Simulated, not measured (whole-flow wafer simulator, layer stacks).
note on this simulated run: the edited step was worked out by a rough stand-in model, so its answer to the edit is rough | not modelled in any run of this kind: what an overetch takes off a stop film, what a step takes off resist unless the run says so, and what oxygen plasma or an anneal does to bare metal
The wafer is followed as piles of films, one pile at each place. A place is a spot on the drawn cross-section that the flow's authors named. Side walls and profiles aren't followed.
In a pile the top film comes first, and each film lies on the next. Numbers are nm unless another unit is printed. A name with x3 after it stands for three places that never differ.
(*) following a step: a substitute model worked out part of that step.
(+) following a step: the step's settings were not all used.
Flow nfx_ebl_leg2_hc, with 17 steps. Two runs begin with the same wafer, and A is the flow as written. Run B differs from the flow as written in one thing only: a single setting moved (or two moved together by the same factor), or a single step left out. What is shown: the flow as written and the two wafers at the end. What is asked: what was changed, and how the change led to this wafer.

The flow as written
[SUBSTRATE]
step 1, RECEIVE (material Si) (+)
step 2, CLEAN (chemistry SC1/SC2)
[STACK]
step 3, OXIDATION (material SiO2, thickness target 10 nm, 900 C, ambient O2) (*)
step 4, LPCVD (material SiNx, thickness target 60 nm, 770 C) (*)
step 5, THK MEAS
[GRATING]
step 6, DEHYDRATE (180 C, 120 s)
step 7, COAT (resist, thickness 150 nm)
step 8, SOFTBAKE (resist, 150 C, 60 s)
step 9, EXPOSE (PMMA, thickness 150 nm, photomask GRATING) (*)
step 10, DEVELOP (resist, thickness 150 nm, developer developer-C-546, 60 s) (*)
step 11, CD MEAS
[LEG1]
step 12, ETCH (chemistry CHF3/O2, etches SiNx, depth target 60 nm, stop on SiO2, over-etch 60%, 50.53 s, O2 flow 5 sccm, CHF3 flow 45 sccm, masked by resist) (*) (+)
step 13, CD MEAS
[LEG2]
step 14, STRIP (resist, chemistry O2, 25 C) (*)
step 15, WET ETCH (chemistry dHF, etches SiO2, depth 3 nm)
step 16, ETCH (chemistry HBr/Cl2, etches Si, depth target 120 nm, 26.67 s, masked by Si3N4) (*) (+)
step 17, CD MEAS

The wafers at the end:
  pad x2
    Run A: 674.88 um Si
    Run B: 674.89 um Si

What caused this: step 16, ETCH: depth target 108 nm was run, though the flow has depth target 120 nm.

How this came from the change, step by step:
  step 16, ETCH (chemistry HBr/Cl2, etches Si, depth target 120 nm, 26.67 s, masked by Si3N4) (*) (+)
      pad x2: A -120 Si | B -108 Si
